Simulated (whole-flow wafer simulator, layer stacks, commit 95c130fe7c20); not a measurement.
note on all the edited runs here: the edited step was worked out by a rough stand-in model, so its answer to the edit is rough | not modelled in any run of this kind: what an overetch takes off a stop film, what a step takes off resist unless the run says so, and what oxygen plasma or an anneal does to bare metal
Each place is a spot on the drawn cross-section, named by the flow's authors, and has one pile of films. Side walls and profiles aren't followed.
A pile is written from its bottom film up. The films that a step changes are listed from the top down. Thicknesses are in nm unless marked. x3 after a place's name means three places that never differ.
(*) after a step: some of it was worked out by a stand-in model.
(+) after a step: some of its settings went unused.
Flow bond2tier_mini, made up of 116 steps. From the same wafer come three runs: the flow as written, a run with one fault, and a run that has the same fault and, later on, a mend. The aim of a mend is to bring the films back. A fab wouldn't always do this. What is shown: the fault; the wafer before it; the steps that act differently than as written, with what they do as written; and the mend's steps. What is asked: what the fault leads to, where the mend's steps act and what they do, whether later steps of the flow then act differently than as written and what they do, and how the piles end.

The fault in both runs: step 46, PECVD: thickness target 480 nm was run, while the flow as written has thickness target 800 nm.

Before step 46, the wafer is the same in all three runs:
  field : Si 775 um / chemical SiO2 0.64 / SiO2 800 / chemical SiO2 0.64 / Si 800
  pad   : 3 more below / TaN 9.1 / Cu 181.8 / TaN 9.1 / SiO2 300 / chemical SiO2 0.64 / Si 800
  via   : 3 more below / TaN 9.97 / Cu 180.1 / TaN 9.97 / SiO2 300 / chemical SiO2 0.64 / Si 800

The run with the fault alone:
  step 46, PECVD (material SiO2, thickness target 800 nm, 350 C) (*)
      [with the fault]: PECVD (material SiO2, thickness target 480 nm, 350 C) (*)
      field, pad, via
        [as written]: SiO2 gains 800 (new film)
        [with the fault]: SiO2 gains 480 (new film)
  Later steps of the flow acting differently than as written:
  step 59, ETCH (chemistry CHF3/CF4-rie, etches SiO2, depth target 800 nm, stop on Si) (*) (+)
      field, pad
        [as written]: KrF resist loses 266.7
        [with the fault]: KrF resist loses 221.5
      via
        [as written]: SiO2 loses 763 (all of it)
        [with the fault]: SiO2 loses 443 (all of it)
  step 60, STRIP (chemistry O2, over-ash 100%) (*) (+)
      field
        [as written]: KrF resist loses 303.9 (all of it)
        [with the fault]: KrF resist loses 349.1 (all of it)
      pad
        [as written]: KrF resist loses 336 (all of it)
        [with the fault]: KrF resist loses 381.1 (all of it)
  By the end, the piles at field, pad depart from the flow's by more than 2% or 0.5 nm, whichever is larger.
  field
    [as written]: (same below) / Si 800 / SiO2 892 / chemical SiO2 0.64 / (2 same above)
    [with the fault]: (same below) / Si 800 / SiO2 572 / chemical SiO2 0.64 / (2 same above)
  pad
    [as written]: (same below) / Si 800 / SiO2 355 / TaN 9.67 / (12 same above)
    [with the fault]: (same below) / Si 800 / SiO2 35 / TaN 9.67 / (12 same above)

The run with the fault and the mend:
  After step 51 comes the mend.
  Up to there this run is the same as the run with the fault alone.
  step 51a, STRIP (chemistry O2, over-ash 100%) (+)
      field
        KrF resist loses 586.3 (all of it)
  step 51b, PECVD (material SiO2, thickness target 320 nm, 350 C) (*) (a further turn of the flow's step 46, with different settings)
      field, pad, via
        SiO2 gains 320
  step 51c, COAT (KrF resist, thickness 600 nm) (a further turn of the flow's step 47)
      field, pad, via
        KrF resist gains 600 (new film)
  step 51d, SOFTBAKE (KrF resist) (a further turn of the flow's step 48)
      does not change any film at any place that is followed
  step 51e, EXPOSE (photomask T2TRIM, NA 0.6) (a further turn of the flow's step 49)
      does not change any film at any place that is followed
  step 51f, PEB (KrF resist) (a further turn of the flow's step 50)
      does not change any film at any place that is followed
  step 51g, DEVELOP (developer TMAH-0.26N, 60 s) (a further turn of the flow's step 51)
      pad, via
        KrF resist loses 600 (all of it)
      field
        KrF resist loses 13.7
  None of the later steps of the flow acts differently than as written at any place that is followed.
  At every place that both follow, the piles at the end match the flow's.
